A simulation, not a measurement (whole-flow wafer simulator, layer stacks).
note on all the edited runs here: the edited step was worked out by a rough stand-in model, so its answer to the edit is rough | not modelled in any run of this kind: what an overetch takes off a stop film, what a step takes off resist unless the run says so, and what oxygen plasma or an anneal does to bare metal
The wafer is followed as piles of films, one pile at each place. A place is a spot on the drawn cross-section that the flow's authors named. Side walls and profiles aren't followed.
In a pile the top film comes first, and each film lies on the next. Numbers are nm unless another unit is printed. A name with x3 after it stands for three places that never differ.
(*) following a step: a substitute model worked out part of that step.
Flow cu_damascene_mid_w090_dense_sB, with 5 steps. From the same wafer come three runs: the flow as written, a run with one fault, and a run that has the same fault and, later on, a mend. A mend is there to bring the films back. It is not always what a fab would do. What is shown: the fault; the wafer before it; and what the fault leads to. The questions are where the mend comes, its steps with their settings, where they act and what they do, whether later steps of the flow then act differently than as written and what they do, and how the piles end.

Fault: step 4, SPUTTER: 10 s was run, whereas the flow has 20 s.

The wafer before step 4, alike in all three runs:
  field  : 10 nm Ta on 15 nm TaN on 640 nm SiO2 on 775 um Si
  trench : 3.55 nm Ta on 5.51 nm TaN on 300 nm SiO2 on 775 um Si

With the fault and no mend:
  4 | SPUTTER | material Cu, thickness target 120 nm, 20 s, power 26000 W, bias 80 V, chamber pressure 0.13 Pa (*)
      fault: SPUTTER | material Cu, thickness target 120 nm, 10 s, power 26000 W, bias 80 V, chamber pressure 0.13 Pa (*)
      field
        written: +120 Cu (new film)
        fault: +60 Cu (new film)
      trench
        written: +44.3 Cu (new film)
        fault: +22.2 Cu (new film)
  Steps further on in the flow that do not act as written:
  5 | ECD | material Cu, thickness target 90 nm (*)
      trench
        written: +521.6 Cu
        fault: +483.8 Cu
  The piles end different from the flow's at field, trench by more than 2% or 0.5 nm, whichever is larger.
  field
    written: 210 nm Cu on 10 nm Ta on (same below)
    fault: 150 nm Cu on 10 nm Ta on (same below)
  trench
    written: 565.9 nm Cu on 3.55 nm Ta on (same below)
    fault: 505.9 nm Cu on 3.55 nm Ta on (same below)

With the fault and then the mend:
  The mend follows step 4.
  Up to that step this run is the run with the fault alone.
  4a | SPUTTER | material Cu, thickness target 120 nm, 10 s, power 26000 W, bias 80 V, chamber pressure 0.13 Pa (*) (the flow's step 4 again, with other settings)
      field
        +60 Cu
      trench
        +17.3 Cu
  Every later step of the flow that is run acts as written, at every place that is followed, to within 2% or 0.5 nm, whichever is larger.
  By the end, the piles equal the flow's at every place that both follow.
